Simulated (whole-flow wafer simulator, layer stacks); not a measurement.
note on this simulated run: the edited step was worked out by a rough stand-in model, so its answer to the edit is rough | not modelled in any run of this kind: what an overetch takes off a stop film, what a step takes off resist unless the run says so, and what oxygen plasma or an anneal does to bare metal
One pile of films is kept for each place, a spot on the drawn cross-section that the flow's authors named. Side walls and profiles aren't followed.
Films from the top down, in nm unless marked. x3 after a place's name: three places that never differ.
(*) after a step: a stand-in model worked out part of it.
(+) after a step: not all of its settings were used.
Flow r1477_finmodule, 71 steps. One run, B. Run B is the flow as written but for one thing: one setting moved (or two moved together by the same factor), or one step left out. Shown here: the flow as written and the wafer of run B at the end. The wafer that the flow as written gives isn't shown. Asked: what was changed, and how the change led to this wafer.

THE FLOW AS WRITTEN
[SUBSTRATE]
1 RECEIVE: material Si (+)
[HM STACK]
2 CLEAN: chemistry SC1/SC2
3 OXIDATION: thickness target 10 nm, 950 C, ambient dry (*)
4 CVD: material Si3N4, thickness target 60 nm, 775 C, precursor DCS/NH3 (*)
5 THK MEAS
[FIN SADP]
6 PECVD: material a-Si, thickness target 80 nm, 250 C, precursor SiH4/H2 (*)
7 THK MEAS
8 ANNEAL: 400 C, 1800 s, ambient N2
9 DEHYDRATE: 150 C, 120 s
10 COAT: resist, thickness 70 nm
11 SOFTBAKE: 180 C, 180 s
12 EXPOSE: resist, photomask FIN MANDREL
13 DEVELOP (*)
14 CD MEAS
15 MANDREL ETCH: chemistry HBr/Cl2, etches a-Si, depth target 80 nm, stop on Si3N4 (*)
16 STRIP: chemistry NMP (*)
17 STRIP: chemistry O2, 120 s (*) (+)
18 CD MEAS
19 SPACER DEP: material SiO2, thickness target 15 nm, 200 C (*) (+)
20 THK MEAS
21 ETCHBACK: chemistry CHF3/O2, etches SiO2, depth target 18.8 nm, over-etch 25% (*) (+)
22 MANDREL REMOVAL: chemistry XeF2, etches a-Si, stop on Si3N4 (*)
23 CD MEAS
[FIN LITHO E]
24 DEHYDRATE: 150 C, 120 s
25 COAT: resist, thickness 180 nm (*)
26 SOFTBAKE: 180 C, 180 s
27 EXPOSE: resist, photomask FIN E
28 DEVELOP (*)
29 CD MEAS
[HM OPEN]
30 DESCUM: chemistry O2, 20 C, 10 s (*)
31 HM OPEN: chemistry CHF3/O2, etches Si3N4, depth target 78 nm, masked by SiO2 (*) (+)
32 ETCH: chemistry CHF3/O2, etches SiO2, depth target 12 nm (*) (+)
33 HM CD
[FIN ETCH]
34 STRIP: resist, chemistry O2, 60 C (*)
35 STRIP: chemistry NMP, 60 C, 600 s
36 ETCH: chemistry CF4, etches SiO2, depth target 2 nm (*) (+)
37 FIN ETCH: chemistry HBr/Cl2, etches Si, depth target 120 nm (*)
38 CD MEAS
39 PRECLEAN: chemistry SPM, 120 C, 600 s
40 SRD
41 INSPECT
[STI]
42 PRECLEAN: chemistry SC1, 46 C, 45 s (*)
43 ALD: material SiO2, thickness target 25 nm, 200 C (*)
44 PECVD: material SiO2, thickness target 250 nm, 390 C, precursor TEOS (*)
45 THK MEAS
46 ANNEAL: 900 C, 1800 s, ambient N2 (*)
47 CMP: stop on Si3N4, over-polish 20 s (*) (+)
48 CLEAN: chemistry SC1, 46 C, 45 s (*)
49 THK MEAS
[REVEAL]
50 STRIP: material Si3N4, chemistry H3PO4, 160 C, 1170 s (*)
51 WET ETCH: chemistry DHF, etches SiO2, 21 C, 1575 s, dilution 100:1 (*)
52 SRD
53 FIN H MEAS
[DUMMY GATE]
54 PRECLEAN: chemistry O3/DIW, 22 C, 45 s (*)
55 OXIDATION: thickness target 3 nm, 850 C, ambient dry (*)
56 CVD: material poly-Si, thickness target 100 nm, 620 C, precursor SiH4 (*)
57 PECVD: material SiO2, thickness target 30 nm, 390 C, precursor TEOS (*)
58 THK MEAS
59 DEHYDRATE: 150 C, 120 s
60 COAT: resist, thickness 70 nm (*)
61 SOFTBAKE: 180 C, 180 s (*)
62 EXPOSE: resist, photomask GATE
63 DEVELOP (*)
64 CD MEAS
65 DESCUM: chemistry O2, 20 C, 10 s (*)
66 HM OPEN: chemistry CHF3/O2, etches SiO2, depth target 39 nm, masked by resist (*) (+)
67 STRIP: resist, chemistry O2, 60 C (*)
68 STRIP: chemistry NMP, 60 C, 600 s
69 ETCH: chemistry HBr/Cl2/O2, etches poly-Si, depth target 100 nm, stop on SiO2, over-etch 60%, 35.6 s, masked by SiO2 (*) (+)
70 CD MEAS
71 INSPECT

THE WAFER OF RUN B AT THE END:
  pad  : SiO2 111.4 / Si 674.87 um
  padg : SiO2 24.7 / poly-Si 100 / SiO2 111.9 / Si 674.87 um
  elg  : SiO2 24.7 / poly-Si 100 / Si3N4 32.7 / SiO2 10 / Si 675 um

The cause: step 51, WET ETCH: 18.42 C was run, where the flow has 21 C.

How the change led to this, step by step:
  51 WET ETCH: chemistry DHF, etches SiO2, 21 C, 1575 s, dilution 100:1 (*)
      pad, padg, e40sg and 12 more: SiO2 -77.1 (as written it would be: SiO2 -85.7)
      elg, e40lg, e100lg, e200lg, elo, e40lo, e100lo, e200lo: SiO2 -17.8 (all of it), Si3N4 -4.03 (as written it would be: SiO2 -17.8 (all of it), Si3N4 -4.97)
      (and at 7 more places)
  56 CVD: material poly-Si, thickness target 100 nm, 620 C, precursor SiH4 (*)
      s40cg, s40co: poly-Si +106 (new film) (as written it would be: poly-Si +113.9 (new film))
      s45cg, s45co: poly-Si +105.4 (new film) (as written it would be: poly-Si +113.4 (new film))
      (and at 3 more places)
  60 COAT: resist, thickness 70 nm (*)
      e40sg, eso, e40so: resist +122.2 (new film) (as written it would be: resist +129.5 (new film))
      e100sg, e100so: resist +122.1 (new film) (as written it would be: resist +129.4 (new film))
      (and at 8 more places)
  63 DEVELOP (*)
      eso, e40so: resist -122.2 (all of it) (as written it would be: resist -129.5 (all of it))
      e100so: resist -122.1 (all of it) (as written it would be: resist -129.4 (all of it))
      (and at 4 more places)
  67 STRIP: resist, chemistry O2, 60 C (*)
      e40sg: resist -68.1 (all of it) (as written it would be: resist -75.4 (all of it))
      e100sg: resist -68 (all of it) (as written it would be: resist -75.3 (all of it))
      (and at 4 more places)
  69 ETCH: chemistry HBr/Cl2/O2, etches poly-Si, depth target 100 nm, stop on SiO2, over-etch 60%, 35.6 s, masked by SiO2 (*) (+)
      s40co: chemical SiO2 -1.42 (all of it), poly-Si -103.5 (all of it), SiO2 -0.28 (as written it would be: chemical SiO2 -1.46 (all of it), poly-Si -111.5 (all of it), SiO2 -0.24)
      s45co: chemical SiO2 -1.42 (all of it), poly-Si -103 (all of it), SiO2 -0.29 (as written it would be: chemical SiO2 -1.46 (all of it), poly-Si -110.9 (all of it), SiO2 -0.25)
      (and at 1 more place)
